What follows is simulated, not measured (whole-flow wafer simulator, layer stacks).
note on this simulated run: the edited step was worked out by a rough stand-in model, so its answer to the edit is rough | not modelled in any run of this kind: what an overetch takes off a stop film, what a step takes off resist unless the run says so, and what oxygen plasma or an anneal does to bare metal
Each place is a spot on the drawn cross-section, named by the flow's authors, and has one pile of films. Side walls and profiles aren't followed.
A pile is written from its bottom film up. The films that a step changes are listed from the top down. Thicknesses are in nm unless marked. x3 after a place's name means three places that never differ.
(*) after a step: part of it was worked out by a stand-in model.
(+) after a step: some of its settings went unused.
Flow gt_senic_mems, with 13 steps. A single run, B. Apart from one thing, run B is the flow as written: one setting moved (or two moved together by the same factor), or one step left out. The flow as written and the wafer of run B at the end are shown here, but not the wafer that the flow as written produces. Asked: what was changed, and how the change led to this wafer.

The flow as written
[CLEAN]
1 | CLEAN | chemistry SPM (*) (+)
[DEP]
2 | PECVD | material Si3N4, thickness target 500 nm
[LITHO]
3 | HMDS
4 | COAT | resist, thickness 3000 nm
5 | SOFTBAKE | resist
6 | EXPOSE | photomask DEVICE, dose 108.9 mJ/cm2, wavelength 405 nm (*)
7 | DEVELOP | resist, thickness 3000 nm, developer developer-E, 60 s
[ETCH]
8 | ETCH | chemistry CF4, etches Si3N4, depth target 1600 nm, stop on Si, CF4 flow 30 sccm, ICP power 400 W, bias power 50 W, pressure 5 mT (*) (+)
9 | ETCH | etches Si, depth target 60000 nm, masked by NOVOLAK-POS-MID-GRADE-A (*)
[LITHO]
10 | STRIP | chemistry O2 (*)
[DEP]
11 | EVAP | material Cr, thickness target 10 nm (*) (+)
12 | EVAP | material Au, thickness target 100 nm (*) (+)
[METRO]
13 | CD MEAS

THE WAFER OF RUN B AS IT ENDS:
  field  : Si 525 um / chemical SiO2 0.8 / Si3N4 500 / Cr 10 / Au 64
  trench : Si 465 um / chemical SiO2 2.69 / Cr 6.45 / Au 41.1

The reason: step 12, EVAP: thickness target 64 nm was run, whereas the flow has thickness target 100 nm.
The wafer itself shows it: field has Au 64, and step 12 as written asks for 100 nm.

Step by step, how the change led to this:
  12 | EVAP | material Au, thickness target 100 nm (*) (+)
      field: Au gains 64 (new film) (it would be, as written: Au gains 100 (new film))
      trench: Au gains 41.1 (new film) (it would be, as written: Au gains 64.1 (new film))
